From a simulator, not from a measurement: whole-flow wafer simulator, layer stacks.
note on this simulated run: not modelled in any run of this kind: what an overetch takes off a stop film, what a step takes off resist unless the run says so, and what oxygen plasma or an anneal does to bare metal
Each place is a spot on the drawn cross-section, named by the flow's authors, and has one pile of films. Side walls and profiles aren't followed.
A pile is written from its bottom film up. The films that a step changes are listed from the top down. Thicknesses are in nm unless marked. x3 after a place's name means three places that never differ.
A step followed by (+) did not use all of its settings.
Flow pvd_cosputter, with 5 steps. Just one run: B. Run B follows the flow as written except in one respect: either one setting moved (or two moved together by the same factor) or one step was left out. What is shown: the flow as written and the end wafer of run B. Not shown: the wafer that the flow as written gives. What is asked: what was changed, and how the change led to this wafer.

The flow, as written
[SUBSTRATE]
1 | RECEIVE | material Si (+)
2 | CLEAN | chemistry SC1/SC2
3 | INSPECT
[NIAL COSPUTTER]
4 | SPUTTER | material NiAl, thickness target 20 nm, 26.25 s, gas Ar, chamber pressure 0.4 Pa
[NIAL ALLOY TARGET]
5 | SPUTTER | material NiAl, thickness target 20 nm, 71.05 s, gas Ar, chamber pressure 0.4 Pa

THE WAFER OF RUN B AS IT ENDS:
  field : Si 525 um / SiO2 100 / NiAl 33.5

Cause: step 4, SPUTTER: thickness target 13.5 nm was run, while the flow as written has thickness target 20 nm.

The path from the change to this, step by step:
  4 | SPUTTER | material NiAl, thickness target 20 nm, 26.25 s, gas Ar, chamber pressure 0.4 Pa
      field: +13.5 NiAl (new film) (as written it would have been: +20 NiAl (new film))
